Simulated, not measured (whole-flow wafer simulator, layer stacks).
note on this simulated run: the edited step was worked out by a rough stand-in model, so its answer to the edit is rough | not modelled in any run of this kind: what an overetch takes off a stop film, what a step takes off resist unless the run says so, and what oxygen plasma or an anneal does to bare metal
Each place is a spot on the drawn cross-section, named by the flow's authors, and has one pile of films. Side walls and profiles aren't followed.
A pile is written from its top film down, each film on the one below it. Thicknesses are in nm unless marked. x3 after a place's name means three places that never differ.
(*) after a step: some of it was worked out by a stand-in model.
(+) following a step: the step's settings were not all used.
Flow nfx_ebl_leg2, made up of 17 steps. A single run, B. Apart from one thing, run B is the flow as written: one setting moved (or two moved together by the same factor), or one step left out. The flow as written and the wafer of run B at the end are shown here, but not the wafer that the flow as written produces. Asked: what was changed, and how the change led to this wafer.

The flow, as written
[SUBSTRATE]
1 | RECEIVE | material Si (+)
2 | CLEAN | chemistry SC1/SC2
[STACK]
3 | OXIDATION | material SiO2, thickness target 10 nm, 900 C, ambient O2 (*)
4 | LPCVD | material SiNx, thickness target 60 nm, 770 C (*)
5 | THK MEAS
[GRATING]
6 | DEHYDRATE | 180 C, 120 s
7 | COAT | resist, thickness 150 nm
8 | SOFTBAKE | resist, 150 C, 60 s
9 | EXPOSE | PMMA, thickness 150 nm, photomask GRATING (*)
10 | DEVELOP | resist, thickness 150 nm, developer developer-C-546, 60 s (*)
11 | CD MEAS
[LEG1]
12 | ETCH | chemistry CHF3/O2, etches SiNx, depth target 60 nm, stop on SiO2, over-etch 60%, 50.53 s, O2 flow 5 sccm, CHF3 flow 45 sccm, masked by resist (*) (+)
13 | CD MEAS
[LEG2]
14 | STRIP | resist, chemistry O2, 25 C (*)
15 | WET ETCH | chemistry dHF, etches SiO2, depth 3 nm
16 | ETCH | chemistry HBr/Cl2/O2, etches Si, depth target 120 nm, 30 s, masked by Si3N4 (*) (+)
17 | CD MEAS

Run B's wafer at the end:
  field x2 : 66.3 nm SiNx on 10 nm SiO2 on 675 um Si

The reason: step 4, LPCVD: thickness target 73.1 nm was run, while the flow as written has thickness target 60 nm.

The path from the change to this, step by step:
  4 | LPCVD | material SiNx, thickness target 60 nm, 770 C (*)
      field x2, pad x2: SiNx gains 73.1 (new film) (as written it would have been: SiNx gains 60 (new film))
  12 | ETCH | chemistry CHF3/O2, etches SiNx, depth target 60 nm, stop on SiO2, over-etch 60%, 50.53 s, O2 flow 5 sccm, CHF3 flow 45 sccm, masked by resist (*) (+)
      pad x2: SiNx loses 73.1 (all of it), SiO2 loses 10 (all of it) (as written it would have been: SiNx loses 60 (all of it), SiO2 loses 10 (all of it))
